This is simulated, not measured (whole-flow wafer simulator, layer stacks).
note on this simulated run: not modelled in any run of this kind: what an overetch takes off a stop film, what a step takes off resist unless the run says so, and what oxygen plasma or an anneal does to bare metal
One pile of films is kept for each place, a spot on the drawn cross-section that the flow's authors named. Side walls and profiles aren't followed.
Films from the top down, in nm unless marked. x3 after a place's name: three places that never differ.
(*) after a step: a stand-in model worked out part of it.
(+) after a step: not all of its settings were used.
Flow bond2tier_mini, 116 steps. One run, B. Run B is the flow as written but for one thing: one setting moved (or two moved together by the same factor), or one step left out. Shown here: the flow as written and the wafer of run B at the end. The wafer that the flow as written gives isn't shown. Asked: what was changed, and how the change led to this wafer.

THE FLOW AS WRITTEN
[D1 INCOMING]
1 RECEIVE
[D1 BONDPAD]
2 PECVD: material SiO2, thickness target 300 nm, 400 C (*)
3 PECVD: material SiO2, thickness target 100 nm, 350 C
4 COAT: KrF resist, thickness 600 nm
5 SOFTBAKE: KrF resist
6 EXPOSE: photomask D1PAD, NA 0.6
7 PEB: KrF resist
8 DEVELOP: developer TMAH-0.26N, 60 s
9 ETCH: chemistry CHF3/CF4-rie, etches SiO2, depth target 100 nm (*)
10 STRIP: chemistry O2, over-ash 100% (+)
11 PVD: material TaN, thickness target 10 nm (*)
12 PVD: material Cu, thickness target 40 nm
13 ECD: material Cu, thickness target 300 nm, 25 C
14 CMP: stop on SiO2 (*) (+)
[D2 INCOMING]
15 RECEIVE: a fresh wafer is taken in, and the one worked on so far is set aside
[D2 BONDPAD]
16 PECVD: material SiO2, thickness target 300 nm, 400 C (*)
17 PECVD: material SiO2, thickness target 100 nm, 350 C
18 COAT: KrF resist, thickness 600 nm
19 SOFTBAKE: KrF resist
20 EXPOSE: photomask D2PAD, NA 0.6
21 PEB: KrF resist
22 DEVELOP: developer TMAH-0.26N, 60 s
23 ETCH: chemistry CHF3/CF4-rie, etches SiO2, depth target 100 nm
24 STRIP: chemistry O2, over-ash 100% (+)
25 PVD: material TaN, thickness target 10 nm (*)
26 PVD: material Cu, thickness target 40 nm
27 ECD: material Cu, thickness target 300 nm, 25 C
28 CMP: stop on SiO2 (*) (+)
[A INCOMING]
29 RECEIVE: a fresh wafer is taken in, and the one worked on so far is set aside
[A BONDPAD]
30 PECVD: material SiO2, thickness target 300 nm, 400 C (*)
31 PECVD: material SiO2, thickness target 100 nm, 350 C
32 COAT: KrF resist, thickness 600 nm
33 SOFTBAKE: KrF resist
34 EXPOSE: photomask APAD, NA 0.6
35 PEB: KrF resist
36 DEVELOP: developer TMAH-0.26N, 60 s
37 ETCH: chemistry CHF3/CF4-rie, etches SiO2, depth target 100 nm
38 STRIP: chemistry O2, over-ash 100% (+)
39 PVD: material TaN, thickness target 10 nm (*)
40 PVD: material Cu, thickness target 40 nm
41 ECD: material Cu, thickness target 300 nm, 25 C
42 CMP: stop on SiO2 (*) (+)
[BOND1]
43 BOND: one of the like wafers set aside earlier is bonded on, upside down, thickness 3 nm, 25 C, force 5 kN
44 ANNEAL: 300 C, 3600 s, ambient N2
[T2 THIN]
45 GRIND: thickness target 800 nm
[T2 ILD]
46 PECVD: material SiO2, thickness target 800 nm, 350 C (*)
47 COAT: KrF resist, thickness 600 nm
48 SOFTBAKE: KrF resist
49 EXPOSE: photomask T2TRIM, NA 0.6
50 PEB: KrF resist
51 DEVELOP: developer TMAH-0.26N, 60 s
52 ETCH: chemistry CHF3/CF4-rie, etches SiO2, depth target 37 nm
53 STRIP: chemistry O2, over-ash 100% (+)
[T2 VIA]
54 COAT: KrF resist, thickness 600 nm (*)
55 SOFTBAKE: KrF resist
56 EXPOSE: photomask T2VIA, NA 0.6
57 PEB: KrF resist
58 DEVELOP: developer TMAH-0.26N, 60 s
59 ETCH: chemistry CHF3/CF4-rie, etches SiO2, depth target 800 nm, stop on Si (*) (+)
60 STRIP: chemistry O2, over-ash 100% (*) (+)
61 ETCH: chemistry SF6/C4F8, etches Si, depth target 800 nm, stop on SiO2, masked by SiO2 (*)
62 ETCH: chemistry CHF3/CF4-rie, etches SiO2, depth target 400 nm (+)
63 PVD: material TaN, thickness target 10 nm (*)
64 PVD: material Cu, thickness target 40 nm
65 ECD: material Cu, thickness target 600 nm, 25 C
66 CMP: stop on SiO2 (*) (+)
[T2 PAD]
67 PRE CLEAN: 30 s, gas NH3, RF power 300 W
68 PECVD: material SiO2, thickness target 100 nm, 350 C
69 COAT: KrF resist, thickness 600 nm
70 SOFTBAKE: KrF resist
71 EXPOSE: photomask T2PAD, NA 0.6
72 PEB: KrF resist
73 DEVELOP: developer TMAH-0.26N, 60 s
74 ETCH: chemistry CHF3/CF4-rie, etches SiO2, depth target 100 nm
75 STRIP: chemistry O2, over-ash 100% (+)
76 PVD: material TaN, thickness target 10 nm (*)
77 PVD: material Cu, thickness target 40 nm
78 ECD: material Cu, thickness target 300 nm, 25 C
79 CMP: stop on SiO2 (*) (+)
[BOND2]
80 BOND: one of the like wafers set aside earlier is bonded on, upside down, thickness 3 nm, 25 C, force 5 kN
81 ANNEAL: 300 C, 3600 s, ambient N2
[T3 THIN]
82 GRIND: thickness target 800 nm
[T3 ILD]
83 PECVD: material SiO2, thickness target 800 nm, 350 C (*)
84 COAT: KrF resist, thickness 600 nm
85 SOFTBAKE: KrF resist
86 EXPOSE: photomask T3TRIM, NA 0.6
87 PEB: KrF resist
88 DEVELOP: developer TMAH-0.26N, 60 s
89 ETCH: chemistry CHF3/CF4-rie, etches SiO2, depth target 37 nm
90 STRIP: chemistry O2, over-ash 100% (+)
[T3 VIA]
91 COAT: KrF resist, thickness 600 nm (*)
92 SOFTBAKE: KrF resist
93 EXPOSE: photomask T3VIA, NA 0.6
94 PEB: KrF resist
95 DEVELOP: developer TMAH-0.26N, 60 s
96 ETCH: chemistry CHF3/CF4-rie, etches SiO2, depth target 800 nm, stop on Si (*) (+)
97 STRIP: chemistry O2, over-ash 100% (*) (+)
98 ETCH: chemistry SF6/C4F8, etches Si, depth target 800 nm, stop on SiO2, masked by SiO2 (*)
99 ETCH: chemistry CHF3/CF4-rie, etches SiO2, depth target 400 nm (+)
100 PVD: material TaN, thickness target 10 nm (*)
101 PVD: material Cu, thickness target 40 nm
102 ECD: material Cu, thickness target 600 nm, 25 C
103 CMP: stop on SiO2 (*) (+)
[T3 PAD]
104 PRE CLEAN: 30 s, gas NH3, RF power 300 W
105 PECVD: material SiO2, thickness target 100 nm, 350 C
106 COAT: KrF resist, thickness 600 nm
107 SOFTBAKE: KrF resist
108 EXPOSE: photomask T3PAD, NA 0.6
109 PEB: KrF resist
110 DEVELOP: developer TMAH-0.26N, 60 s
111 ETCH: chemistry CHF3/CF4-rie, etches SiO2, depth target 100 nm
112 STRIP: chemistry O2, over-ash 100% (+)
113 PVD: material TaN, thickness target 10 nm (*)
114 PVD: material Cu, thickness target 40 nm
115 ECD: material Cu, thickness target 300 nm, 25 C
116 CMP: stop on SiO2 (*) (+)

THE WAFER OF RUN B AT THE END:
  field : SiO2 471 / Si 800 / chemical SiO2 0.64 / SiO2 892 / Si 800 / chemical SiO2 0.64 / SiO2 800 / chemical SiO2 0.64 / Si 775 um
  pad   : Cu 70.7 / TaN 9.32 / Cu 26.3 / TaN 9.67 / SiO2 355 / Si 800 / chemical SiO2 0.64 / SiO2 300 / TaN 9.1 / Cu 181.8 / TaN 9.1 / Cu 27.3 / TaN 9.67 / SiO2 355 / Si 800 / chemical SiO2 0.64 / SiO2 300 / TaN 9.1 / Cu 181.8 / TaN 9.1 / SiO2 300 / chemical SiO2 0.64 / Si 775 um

The cause: step 105, PECVD: thickness target 79 nm was run, where the flow has thickness target 100 nm.

How the change led to this, step by step:
  105 PECVD: material SiO2, thickness target 100 nm, 350 C
      field: SiO2 +79 (as written it would be: SiO2 +100)
      pad: SiO2 +79 (new film) (as written it would be: SiO2 +100 (new film))
  111 ETCH: chemistry CHF3/CF4-rie, etches SiO2, depth target 100 nm
      pad: SiO2 -79 (all of it), Cu -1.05 (as written it would be: SiO2 -100 (all of it))
  115 ECD: material Cu, thickness target 300 nm, 25 C
      pad: Cu +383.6 (as written it would be: Cu +404.5)
